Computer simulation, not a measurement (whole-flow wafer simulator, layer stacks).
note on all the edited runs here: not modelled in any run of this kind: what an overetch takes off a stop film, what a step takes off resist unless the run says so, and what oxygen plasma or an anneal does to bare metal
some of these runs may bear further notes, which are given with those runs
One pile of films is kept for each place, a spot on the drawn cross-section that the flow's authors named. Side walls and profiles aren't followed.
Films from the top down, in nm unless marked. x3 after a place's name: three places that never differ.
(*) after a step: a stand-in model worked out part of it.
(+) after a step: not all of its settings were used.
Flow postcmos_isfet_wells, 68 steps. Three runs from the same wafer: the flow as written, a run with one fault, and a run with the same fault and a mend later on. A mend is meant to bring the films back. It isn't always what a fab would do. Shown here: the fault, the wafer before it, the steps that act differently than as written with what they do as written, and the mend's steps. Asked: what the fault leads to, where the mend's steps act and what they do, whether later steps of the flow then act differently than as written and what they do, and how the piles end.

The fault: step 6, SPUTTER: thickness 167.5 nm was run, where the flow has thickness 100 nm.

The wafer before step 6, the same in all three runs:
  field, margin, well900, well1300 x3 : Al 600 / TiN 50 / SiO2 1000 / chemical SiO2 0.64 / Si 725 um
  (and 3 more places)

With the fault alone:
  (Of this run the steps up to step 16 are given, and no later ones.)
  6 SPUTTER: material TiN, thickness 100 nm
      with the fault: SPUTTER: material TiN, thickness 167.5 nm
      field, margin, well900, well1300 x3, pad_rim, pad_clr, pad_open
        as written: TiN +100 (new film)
        with the fault: TiN +167.5 (new film)
  Later steps of the flow that act differently than as written:
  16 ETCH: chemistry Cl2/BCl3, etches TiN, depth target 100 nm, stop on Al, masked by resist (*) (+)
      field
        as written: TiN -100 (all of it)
        with the fault: TiN -100
  After step 16 the piles differ from the flow's by more than 2% or 0.5 nm, whichever is larger, at field, margin, well900, well1300 x3, pad_rim, pad_clr, pad_open.
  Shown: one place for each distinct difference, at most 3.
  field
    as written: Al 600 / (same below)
    with the fault: TiN 67.5 / Al 600 / (same below)
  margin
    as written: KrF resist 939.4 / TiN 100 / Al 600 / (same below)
    with the fault: KrF resist 939.4 / TiN 167.5 / Al 600 / (same below)

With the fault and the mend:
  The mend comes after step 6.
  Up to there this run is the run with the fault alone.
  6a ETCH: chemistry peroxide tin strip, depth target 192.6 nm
      field, margin, well900, well1300 x3, pad_rim, pad_clr, pad_open
        TiN -167.5 (all of it)
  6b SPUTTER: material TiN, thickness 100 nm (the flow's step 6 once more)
      field, margin, well900, well1300 x3, pad_rim, pad_clr, pad_open
        TiN +100 (new film)
  No later step of the flow acts differently than as written at any place that is followed.
  At the end the piles are the same as the flow's at every place that both follow.
